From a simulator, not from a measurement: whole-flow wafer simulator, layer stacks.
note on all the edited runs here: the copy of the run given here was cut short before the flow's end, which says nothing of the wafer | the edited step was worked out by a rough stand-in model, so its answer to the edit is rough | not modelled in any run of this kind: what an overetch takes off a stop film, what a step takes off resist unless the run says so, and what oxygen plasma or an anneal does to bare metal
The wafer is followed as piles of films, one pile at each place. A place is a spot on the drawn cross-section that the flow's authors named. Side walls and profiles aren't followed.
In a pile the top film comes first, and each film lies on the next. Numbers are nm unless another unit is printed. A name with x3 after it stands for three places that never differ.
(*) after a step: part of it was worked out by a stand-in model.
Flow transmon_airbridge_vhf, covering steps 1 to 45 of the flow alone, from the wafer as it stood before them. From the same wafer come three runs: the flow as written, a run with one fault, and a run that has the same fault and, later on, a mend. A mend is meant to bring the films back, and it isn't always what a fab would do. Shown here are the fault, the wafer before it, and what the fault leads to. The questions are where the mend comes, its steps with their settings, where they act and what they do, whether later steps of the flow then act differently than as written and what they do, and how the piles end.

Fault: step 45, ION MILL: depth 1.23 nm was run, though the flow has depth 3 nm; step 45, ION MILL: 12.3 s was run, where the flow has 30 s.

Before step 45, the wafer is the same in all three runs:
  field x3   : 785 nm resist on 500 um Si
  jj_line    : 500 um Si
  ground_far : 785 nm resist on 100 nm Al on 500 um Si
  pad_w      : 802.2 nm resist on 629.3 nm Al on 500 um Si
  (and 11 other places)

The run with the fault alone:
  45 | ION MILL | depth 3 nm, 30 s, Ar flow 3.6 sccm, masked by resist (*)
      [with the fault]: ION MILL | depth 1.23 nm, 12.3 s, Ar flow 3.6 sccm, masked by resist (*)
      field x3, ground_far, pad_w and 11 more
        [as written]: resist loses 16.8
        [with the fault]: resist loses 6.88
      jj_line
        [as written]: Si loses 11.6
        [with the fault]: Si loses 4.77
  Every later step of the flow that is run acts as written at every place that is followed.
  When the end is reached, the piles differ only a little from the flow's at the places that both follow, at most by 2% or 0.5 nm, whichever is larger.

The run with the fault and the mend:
  After step 45 comes the mend.
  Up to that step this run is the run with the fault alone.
  45a | ION MILL | depth 1.77 nm, 17.7 s, Ar flow 3.6 sccm, masked by resist (*) (a further turn of the flow's step 45, with different settings)
      field x3, ground_far, pad_w and 11 more
        resist loses 9.9
      jj_line
        Si loses 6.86
  Every later step of the flow that is run acts as written at every place that is followed.
  The piles end the same as the flow's at every place that both follow.
